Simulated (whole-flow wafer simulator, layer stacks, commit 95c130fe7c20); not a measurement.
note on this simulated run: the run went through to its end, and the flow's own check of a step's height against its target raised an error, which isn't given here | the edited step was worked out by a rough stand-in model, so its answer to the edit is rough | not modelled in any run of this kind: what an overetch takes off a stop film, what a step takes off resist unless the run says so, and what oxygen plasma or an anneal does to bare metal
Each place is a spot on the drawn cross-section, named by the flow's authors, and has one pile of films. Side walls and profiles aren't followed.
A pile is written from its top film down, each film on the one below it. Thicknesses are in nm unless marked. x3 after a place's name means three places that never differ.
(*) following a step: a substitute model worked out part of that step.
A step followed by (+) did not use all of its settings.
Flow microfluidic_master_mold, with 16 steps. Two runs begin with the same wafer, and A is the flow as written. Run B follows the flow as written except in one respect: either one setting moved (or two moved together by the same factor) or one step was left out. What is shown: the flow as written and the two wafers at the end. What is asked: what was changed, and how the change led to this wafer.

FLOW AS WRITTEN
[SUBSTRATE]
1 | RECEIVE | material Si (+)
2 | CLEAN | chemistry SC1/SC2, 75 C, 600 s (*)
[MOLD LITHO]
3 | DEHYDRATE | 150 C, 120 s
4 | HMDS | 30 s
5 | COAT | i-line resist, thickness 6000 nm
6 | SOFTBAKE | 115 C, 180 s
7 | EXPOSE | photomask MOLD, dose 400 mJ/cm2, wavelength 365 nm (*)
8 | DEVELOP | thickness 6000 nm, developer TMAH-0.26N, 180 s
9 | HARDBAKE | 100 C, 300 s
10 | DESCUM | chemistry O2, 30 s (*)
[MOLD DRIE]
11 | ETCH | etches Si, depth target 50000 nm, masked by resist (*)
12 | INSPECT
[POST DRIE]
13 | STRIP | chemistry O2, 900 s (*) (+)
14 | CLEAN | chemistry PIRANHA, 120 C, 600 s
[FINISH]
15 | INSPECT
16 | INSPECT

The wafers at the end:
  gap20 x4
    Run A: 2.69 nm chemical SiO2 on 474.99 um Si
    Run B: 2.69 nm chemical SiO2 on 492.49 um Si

What caused this: step 11, ETCH: depth target 32500 nm was run, though the flow has depth target 50000 nm.

How this came from the change, step by step:
  11 | ETCH | etches Si, depth target 50000 nm, masked by resist (*)
      gap20 x4: A -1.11 chemical SiO2 (all of it), -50 um Si | B -1.11 chemical SiO2 (all of it), -32.5 um Si
      ridge: A -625 i-line resist | B -406.2 i-line resist
  13 | STRIP | chemistry O2, 900 s (*) (+)
      ridge: A -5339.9 i-line resist (all of it), +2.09 chemical SiO2, -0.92 Si | B -5558.7 i-line resist (all of it), +2.09 chemical SiO2, -0.92 Si
